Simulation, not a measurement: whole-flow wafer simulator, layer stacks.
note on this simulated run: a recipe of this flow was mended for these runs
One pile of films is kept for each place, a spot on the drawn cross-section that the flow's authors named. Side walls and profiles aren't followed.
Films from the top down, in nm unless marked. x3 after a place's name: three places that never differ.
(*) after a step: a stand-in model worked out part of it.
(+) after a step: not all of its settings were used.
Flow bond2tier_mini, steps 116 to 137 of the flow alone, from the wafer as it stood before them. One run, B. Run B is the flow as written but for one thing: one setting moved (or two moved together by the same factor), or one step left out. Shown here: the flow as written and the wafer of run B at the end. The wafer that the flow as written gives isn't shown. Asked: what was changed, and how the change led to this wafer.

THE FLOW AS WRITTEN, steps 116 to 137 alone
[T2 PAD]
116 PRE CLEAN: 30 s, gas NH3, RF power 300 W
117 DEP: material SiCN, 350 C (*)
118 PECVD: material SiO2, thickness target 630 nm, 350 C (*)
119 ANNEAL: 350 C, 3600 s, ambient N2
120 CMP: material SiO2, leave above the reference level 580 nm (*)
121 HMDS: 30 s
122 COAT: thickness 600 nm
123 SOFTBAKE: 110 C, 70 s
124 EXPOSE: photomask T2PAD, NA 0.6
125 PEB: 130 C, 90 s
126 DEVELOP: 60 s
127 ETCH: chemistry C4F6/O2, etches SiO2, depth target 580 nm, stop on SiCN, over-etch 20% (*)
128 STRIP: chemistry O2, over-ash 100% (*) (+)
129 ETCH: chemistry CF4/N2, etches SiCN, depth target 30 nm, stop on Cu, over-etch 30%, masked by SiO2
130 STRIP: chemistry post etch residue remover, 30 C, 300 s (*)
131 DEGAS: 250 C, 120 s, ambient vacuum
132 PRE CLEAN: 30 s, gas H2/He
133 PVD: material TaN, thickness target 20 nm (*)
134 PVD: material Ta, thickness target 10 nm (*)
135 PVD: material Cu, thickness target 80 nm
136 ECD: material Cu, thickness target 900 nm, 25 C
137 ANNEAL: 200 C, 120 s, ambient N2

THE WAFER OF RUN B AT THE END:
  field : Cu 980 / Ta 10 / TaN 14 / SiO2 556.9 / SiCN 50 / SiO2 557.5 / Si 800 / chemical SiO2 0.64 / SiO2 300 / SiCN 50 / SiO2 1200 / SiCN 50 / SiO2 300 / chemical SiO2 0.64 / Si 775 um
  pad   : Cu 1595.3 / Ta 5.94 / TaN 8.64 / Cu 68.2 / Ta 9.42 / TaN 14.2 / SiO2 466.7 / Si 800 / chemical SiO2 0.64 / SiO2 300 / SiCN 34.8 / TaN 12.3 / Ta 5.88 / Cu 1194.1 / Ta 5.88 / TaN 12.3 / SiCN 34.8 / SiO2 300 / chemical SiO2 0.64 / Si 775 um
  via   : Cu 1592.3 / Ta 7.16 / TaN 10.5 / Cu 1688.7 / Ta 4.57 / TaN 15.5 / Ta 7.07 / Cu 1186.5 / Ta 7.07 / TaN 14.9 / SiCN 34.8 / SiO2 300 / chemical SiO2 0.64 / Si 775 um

The cause: step 133, PVD: thickness target 14 nm was run, where the flow has thickness target 20 nm.
It can be read off the wafer: field has TaN 14, and step 133 as written asks for 20 nm.

How the change led to this, step by step:
  133 PVD: material TaN, thickness target 20 nm (*)
      field: TaN +14 (new film) (as written it would be: TaN +20 (new film))
      pad: TaN +8.64 (new film) (as written it would be: TaN +12.3 (new film))
      (and at 1 more place)
